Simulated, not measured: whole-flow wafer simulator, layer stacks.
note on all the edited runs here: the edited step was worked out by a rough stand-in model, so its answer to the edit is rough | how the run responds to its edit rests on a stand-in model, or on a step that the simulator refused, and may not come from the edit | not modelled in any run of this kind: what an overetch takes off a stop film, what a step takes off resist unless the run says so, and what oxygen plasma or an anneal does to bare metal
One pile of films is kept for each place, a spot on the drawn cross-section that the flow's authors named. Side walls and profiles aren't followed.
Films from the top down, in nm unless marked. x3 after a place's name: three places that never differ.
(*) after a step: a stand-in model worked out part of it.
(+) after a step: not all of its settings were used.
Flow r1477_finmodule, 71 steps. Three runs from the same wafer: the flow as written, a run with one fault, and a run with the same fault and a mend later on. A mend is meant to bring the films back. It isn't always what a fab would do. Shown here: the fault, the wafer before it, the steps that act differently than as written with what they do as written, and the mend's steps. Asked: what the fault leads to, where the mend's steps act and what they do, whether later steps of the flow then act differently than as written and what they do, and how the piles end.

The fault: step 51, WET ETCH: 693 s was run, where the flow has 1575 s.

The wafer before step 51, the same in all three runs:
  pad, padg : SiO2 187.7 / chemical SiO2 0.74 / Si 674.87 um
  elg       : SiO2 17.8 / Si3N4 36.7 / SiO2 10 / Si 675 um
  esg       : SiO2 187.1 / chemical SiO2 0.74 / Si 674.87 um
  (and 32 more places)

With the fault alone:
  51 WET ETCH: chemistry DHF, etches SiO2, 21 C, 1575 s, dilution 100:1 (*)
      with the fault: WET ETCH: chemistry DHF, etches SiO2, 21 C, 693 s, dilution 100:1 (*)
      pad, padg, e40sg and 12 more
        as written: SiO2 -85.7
        with the fault: SiO2 -37.7
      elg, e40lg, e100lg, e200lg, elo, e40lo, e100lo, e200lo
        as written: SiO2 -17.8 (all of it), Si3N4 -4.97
        with the fault: SiO2 -17.8 (all of it), Si3N4 -1.38
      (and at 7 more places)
  Later steps of the flow that act differently than as written (1 more step differs only slightly, by at most 2% or 0.5 nm, whichever is larger, and isn't shown):
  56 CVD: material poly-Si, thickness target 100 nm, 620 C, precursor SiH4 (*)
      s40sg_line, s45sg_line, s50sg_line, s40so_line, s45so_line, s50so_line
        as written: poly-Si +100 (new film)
        with the fault: poly-Si +125.4 (new film)
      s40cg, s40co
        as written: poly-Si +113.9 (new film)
        with the fault: poly-Si +100 (new film)
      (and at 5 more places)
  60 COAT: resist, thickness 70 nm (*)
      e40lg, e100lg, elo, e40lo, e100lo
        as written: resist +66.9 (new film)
        with the fault: resist +69.1 (new film)
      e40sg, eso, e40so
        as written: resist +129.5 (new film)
        with the fault: resist +87.4 (new film)
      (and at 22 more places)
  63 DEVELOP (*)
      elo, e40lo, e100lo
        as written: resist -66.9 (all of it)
        with the fault: resist -69.1 (all of it)
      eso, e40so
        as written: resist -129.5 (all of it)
        with the fault: resist -87.4 (all of it)
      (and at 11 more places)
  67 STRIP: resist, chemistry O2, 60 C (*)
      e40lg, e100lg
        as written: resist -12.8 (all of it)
        with the fault: resist -15 (all of it)
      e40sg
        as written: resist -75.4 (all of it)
        with the fault: resist -33.2 (all of it)
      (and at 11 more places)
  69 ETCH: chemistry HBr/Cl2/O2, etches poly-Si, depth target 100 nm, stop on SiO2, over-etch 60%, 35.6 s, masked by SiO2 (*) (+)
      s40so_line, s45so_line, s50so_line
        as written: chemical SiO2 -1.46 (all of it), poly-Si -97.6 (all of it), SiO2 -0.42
        with the fault: chemical SiO2 -1.19 (all of it), poly-Si -123.1 (all of it), SiO2 -0.18
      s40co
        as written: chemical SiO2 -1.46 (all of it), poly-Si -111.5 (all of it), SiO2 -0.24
        with the fault: chemical SiO2 -1.19 (all of it), poly-Si -97.7 (all of it), SiO2 -0.42
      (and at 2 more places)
  At the end the piles differ from the flow's by more than 2% or 0.5 nm, whichever is larger, at pad, padg, elg and 30 more.
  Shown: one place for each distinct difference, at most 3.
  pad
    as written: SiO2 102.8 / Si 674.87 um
    with the fault: SiO2 150.7 / Si 674.87 um
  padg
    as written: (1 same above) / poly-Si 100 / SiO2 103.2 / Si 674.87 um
    with the fault: (1 same above) / poly-Si 100 / SiO2 151.1 / Si 674.87 um
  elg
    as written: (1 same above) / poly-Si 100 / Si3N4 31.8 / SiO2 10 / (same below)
    with the fault: (1 same above) / poly-Si 100 / Si3N4 35.4 / SiO2 10 / (same below)

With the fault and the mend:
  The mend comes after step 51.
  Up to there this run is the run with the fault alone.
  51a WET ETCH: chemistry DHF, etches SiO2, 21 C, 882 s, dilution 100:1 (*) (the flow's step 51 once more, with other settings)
      pad, padg, e40sg and 12 more
        SiO2 -48
      elg, e40lg, e100lg, e200lg, elo, e40lo, e100lo, e200lo
        Si3N4 -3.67
      esg, s40cg, s45cg, s50cg, s40co, s45co, s50co
        SiO2 -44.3
  No later step of the flow acts differently than as written, at any place that is followed, by more than 2% or 0.5 nm, whichever is larger.
  At the end the piles differ from the flow's only slightly at the places that both follow, by at most 2% or 0.5 nm, whichever is larger.
